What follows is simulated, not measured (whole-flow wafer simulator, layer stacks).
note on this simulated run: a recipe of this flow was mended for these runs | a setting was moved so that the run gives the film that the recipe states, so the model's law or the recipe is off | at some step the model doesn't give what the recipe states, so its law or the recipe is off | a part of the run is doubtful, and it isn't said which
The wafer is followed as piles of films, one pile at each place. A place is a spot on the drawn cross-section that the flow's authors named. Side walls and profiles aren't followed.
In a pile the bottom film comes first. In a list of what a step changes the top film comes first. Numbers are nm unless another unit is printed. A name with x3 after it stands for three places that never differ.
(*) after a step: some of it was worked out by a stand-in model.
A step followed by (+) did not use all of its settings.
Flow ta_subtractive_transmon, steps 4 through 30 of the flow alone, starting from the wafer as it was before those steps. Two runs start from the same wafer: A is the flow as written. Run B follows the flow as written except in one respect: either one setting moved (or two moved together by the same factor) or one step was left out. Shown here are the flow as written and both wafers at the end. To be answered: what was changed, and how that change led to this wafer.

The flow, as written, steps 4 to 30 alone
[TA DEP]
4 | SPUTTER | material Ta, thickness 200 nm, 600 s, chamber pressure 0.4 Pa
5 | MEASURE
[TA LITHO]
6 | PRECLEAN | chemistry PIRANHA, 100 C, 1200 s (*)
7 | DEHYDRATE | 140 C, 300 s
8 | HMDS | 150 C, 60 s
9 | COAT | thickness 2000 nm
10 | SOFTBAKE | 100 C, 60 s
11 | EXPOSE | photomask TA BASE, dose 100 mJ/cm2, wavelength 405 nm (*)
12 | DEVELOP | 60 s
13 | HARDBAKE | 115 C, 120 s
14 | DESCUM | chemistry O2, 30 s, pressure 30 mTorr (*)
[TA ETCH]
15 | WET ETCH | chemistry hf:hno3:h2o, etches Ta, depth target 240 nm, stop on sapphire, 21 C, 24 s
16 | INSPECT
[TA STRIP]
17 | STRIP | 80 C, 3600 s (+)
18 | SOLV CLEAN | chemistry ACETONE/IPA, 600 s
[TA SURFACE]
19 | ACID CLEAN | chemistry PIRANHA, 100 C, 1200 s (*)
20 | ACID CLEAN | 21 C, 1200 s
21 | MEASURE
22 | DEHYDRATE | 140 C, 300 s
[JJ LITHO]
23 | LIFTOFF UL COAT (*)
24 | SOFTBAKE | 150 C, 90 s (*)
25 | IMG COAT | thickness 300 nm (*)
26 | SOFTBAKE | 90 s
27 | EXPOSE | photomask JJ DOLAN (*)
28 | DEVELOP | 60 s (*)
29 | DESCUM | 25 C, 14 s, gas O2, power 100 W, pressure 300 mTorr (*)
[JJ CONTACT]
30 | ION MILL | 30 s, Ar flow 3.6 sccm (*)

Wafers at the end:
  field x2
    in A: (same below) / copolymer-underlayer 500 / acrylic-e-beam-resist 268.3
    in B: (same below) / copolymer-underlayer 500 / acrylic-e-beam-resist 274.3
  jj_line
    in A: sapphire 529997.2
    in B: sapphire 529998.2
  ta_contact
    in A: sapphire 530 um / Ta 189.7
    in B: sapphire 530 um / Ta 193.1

The reason: step 30, ION MILL: 19.2 s was run, whereas the flow has 30 s.

The path from the change to this, step by step:
  30 | ION MILL | 30 s, Ar flow 3.6 sccm (*)
      field x2, ta_pad: A -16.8 acrylic-e-beam-resist | B -10.7 acrylic-e-beam-resist
      jj_line, lead: A -2.8 sapphire | B -1.79 sapphire
      (as well as at 1 more place)
